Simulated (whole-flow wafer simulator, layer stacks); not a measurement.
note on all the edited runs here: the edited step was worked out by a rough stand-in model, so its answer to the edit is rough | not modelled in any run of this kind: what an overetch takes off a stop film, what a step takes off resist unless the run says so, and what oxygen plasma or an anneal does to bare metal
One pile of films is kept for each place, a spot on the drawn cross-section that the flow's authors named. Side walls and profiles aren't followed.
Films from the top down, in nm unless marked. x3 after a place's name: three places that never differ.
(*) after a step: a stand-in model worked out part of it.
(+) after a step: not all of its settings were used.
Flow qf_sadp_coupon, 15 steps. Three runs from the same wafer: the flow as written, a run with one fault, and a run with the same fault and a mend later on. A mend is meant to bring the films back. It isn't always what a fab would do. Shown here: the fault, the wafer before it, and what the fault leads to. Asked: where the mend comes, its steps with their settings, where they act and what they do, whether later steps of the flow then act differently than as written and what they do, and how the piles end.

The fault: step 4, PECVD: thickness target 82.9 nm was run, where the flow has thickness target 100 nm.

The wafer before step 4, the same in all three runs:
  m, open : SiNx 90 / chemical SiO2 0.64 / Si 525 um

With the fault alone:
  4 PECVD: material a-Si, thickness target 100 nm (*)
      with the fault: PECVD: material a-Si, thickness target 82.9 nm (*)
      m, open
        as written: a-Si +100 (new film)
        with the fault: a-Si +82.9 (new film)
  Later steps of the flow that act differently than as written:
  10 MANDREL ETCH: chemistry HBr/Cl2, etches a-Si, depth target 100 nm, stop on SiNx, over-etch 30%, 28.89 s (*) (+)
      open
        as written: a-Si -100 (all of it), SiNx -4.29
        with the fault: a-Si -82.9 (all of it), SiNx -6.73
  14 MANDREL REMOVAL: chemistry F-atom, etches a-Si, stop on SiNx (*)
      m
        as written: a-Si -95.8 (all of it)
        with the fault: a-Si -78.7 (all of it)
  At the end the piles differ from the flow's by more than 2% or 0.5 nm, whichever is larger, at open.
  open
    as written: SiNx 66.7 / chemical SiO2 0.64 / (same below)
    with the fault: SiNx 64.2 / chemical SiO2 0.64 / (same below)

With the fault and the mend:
  The mend comes after step 4.
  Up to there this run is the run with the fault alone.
  4a ETCH: chemistry tmah, depth target 95.34 nm
      m, open
        a-Si -82.9 (all of it)
  4b PECVD: material a-Si, thickness target 100 nm (*) (the flow's step 4 once more)
      m, open
        a-Si +100 (new film)
  No later step of the flow acts differently than as written at any place that is followed.
  At the end the piles are the same as the flow's at every place that both follow.
